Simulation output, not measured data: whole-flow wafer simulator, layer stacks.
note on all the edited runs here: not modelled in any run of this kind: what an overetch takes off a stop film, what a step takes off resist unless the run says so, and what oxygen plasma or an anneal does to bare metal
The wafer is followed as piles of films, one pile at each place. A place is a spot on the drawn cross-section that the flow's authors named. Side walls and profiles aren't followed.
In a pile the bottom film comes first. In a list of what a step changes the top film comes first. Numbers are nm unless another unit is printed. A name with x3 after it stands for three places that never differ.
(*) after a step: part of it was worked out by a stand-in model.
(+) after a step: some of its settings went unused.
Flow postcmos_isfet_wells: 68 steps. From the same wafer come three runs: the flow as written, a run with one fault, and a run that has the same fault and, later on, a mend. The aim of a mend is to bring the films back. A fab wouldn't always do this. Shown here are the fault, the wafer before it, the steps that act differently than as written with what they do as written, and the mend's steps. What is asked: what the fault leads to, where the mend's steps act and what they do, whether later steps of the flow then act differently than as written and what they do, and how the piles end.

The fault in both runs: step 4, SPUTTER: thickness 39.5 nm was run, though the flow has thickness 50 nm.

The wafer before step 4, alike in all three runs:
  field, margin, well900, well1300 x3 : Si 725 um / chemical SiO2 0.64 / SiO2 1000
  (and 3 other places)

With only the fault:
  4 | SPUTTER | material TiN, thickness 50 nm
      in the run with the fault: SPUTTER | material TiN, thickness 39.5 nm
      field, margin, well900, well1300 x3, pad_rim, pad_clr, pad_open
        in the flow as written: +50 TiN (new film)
        in the run with the fault: +39.5 TiN (new film)
  Steps further on in the flow that do not act as written:
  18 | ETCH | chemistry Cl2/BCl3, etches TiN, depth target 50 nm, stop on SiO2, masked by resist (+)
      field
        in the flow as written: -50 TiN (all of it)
        in the run with the fault: -39.5 TiN (all of it)
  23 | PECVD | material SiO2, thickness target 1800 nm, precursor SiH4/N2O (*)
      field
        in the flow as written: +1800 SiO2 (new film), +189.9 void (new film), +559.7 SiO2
        in the run with the fault: +1800 SiO2 (new film), +182 void (new film), +557.1 SiO2
  The piles end different from the flow's at field, margin, well900, well1300 x3, pad_rim, pad_clr, pad_open by more than 2% or 0.5 nm, whichever is larger.
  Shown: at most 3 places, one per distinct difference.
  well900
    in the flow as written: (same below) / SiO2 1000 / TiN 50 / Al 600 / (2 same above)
    in the run with the fault: (same below) / SiO2 1000 / TiN 39.5 / Al 600 / (2 same above)
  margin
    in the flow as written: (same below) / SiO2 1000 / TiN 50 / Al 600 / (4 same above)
    in the run with the fault: (same below) / SiO2 1000 / TiN 39.5 / Al 600 / (4 same above)
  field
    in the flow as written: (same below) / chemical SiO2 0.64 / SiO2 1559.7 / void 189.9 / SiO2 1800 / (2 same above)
    in the run with the fault: (same below) / chemical SiO2 0.64 / SiO2 1557.1 / void 182 / SiO2 1800 / (2 same above)

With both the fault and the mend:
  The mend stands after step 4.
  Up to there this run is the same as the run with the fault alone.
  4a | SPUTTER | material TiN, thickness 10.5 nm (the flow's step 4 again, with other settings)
      field, margin, well900, well1300 x3, pad_rim, pad_clr, pad_open
        +10.5 TiN
  Every later step of the flow that is run acts as written at every place that is followed.
  At every place that both follow, the piles at the end match the flow's.
